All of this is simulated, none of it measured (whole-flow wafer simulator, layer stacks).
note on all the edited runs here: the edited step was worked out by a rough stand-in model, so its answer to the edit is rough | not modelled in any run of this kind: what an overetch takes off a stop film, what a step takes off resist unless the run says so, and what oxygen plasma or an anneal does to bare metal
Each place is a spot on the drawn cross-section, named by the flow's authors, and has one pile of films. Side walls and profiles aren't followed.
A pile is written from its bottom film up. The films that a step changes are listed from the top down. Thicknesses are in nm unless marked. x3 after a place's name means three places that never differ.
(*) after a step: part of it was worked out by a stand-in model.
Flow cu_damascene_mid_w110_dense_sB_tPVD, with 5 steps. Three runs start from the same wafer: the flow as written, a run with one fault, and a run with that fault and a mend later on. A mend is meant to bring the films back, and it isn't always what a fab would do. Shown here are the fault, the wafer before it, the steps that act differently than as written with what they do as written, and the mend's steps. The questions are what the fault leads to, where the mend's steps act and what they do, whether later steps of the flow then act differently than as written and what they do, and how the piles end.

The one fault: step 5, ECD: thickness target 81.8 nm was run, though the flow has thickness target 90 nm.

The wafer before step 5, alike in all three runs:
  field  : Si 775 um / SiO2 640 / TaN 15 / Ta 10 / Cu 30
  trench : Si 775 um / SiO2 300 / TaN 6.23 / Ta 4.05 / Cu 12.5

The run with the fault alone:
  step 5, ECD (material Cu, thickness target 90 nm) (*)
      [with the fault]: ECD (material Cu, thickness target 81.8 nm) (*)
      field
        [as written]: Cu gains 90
        [with the fault]: Cu gains 81.8
  Every later step of the flow that is run acts as written at every place that is followed.
  The piles end different from the flow's at field by more than 2% or 0.5 nm, whichever is larger.
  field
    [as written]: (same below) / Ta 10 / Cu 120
    [with the fault]: (same below) / Ta 10 / Cu 111.8

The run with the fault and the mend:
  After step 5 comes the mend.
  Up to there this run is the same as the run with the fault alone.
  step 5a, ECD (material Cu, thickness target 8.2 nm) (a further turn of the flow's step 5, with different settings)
      field, trench
        Cu gains 8.2
  Every later step of the flow that is run acts as written at every place that is followed.
  The piles end the same as the flow's at every place that both follow.
